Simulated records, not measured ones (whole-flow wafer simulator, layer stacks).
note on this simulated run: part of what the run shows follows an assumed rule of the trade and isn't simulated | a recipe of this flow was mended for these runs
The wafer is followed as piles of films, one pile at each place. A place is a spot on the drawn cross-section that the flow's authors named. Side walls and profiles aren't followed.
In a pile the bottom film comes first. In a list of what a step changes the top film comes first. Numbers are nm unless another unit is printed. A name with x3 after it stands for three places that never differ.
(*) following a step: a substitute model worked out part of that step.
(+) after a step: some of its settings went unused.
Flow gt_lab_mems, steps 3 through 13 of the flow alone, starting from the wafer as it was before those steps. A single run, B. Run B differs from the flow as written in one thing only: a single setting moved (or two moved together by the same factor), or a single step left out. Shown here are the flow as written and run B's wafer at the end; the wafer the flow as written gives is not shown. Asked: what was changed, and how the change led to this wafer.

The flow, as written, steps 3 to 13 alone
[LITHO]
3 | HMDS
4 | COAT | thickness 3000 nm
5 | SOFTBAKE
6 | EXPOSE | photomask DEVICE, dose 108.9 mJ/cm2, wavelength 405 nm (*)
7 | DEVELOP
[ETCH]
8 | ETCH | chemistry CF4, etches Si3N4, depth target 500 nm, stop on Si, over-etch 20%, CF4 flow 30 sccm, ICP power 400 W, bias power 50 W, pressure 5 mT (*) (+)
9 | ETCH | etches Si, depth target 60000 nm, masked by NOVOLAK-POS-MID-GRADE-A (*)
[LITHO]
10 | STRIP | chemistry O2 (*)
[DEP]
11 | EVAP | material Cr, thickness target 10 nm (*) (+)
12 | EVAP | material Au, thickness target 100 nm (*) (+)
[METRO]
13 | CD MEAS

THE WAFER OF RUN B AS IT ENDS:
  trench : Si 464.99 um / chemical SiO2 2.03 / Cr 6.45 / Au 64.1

What caused this: step 4, COAT: thickness 1920 nm was run, while the flow as written has thickness 3000 nm.

How this came from the change, step by step:
  4 | COAT | thickness 3000 nm
      field, trench: +1920 g/i-line-resist (new film) (as written it would have been: +3000 g/i-line-resist (new film))
  7 | DEVELOP
      trench: -1920 g/i-line-resist (all of it) (as written it would have been: -3000 g/i-line-resist (all of it))
  10 | STRIP | chemistry O2 (*)
      field: -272 g/i-line-resist (all of it) (as written it would have been: -1352 g/i-line-resist (all of it))
      trench: +2.03 chemical SiO2 (new film), -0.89 Si (as written it would have been: +2.68 chemical SiO2 (new film), -1.18 Si)
